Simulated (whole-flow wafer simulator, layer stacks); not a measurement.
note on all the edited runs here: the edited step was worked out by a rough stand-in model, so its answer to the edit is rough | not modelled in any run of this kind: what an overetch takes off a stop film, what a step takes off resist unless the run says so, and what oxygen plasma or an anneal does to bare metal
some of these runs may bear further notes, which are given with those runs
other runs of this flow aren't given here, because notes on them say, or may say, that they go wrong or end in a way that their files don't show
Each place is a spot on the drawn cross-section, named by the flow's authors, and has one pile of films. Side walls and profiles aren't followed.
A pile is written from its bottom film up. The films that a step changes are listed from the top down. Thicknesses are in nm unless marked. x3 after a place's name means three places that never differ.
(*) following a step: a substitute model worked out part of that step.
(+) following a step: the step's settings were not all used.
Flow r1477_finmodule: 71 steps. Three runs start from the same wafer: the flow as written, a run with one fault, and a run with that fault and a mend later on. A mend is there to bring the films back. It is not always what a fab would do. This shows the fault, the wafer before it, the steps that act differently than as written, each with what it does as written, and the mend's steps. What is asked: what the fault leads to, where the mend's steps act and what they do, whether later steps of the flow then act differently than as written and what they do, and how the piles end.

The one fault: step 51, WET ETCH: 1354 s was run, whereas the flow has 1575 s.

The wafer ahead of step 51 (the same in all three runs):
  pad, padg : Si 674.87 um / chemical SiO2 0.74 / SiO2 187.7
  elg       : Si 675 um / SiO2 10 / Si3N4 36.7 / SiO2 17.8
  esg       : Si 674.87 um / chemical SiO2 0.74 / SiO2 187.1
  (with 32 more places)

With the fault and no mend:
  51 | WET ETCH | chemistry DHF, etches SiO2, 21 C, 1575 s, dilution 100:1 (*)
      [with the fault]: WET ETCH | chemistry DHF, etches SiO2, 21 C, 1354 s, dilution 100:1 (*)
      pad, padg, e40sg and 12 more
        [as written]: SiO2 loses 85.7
        [with the fault]: SiO2 loses 73.7
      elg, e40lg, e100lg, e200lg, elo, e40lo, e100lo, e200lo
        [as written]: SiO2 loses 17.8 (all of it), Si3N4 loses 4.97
        [with the fault]: SiO2 loses 17.8 (all of it), Si3N4 loses 4.07
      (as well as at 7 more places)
  Later steps of the flow acting differently than as written (1 other step is not shown; it differs only slightly, by no more than 2% or 0.5 nm, whichever is larger):
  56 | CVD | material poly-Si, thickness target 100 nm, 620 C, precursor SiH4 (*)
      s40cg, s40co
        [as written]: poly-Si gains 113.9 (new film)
        [with the fault]: poly-Si gains 102.8 (new film)
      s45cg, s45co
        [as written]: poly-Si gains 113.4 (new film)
        [with the fault]: poly-Si gains 102.3 (new film)
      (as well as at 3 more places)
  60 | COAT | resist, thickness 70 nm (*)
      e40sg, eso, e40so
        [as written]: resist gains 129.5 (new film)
        [with the fault]: resist gains 118.9 (new film)
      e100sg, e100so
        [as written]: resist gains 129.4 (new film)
        [with the fault]: resist gains 118.9 (new film)
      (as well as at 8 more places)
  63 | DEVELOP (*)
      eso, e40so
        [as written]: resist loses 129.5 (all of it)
        [with the fault]: resist loses 118.9 (all of it)
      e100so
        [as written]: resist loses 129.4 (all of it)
        [with the fault]: resist loses 118.9 (all of it)
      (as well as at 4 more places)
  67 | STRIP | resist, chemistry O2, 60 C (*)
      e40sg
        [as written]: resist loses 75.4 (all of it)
        [with the fault]: resist loses 64.8 (all of it)
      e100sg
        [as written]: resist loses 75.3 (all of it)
        [with the fault]: resist loses 64.8 (all of it)
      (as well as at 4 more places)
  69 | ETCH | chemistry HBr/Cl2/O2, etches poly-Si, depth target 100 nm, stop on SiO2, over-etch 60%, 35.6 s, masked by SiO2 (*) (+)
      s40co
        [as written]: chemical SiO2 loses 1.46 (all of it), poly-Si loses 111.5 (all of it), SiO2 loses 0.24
        [with the fault]: chemical SiO2 loses 1.4 (all of it), poly-Si loses 100.4 (all of it), SiO2 loses 0.3
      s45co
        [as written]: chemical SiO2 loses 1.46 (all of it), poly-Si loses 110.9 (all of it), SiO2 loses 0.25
        [with the fault]: chemical SiO2 loses 1.4 (all of it), poly-Si loses 99.9 (all of it), SiO2 loses 0.31
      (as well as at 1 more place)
  The piles end different from the flow's at pad, padg, elg and 27 more by more than 2% or 0.5 nm, whichever is larger.
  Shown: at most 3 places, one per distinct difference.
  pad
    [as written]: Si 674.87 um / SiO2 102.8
    [with the fault]: Si 674.87 um / SiO2 114.8
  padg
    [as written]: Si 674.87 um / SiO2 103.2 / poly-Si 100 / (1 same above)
    [with the fault]: Si 674.87 um / SiO2 115.2 / poly-Si 100 / (1 same above)
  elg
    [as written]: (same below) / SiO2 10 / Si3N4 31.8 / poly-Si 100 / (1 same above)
    [with the fault]: (same below) / SiO2 10 / Si3N4 32.7 / poly-Si 100 / (1 same above)

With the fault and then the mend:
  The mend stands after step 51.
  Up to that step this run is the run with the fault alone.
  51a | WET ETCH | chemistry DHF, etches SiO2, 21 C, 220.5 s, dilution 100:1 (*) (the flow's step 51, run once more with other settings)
      pad, padg, e40sg and 12 more
        SiO2 loses 12
      elg, e40lg, e100lg, e200lg, elo, e40lo, e100lo, e200lo
        Si3N4 loses 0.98
      esg, s40cg, s45cg, s50cg, s40co, s45co, s50co
        SiO2 loses 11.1
  Every later step of the flow that is run acts as written, at every place that is followed, to within 2% or 0.5 nm, whichever is larger.
  At the end the piles are close to the flow's at the places that both follow, differing by at most 2% or 0.5 nm, whichever is larger.
